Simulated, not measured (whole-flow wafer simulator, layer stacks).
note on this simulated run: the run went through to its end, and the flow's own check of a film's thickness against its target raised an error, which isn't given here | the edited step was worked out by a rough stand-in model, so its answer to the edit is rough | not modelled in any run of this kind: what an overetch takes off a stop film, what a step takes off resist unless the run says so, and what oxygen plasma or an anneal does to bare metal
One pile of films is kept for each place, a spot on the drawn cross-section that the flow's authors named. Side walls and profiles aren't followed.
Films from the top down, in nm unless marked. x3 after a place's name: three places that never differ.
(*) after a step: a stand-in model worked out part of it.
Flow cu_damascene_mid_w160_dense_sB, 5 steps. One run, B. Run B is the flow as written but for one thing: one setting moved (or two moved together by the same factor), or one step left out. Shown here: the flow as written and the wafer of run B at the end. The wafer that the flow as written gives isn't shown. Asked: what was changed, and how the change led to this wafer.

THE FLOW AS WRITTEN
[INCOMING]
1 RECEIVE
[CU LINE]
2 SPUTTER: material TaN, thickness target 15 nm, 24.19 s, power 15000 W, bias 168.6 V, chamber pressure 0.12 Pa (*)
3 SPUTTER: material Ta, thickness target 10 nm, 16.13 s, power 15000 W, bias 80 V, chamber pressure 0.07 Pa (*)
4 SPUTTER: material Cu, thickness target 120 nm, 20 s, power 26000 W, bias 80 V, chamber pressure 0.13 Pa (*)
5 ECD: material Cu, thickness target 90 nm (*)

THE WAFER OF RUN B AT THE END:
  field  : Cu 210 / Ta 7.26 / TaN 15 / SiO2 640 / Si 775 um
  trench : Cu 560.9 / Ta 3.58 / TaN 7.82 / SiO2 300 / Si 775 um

The cause: step 3, SPUTTER: power 10890 W was run, where the flow has power 15000 W.

How the change led to this, step by step:
  3 SPUTTER: material Ta, thickness target 10 nm, 16.13 s, power 15000 W, bias 80 V, chamber pressure 0.07 Pa (*)
      field: Ta +7.26 (new film) (as written it would be: Ta +10 (new film))
      trench: Ta +3.58 (new film) (as written it would be: Ta +5.14 (new film))
